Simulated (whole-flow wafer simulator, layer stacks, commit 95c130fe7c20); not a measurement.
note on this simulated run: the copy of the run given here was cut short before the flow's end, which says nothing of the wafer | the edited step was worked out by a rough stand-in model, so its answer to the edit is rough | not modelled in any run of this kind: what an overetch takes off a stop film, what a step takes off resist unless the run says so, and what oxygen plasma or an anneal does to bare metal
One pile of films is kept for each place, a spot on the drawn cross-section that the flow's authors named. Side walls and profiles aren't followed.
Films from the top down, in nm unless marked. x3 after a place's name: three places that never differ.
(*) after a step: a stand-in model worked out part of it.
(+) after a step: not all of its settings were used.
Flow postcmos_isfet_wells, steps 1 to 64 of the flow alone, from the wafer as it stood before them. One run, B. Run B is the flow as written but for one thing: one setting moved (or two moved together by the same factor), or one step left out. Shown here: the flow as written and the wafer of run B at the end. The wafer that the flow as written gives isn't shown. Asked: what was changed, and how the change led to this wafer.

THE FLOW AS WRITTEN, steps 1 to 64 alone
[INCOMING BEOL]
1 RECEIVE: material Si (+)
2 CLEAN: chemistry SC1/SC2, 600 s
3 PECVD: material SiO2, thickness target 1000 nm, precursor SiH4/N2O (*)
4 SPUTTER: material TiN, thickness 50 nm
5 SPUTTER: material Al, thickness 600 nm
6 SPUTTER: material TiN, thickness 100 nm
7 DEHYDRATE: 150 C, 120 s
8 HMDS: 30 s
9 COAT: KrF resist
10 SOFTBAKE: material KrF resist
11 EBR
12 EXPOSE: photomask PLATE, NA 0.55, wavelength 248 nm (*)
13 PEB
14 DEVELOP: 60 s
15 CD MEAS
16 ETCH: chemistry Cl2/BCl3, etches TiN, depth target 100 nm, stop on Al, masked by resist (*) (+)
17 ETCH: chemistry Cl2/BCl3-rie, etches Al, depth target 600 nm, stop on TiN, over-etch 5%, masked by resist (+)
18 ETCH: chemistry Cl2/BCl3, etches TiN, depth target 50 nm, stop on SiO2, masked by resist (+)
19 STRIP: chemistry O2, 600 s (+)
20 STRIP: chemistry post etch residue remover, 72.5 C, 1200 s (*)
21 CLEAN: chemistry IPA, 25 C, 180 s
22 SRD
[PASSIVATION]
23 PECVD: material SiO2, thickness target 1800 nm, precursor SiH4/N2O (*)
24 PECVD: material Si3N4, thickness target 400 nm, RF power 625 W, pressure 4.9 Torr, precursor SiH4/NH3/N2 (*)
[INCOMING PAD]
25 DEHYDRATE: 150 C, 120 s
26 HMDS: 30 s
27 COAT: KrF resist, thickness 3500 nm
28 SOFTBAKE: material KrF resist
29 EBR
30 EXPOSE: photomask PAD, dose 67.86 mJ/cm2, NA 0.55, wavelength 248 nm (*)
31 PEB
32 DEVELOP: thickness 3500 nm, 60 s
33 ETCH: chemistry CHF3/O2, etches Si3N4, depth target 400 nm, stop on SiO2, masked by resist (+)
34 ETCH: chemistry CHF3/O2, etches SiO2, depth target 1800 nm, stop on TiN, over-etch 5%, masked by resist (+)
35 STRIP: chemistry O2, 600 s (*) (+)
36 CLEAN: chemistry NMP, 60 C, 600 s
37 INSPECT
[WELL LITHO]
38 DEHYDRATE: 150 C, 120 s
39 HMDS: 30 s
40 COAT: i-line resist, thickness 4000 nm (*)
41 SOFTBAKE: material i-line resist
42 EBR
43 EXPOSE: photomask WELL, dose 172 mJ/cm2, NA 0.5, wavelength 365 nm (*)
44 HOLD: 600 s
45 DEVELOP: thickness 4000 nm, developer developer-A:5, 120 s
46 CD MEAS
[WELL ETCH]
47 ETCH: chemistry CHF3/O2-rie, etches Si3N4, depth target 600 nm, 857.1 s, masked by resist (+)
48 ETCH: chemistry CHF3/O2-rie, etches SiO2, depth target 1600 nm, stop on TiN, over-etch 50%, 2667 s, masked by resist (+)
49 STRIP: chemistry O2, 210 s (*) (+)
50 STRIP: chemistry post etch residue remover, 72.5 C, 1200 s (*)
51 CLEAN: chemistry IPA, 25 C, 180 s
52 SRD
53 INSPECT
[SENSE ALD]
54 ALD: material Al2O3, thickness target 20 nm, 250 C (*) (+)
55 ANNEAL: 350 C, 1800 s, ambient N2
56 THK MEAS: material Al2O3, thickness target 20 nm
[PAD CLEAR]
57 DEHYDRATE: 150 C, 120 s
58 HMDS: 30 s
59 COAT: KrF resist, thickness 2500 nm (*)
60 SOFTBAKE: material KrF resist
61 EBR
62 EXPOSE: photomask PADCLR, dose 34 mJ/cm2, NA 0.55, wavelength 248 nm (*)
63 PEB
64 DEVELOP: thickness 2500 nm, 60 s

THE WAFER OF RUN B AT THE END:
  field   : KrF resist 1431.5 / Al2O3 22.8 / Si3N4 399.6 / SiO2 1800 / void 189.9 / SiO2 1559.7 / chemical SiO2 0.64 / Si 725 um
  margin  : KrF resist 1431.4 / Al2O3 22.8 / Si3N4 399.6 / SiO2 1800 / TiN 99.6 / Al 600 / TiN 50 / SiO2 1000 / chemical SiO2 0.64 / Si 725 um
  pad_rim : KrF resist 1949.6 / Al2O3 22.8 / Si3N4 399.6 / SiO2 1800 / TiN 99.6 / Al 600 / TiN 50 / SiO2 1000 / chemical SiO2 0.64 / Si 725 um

The cause: step 54, ALD: thickness target 22.8 nm was run, where the flow has thickness target 20 nm.
It can be read off the wafer: field has Al2O3 22.8, and step 54 as written asks for 20 nm.

How the change led to this, step by step:
  54 ALD: material Al2O3, thickness target 20 nm, 250 C (*) (+)
      field, margin, well900, well1300 x3, pad_rim, pad_clr, pad_open: Al2O3 +22.8 (new film) (as written it would be: Al2O3 +20 (new film))
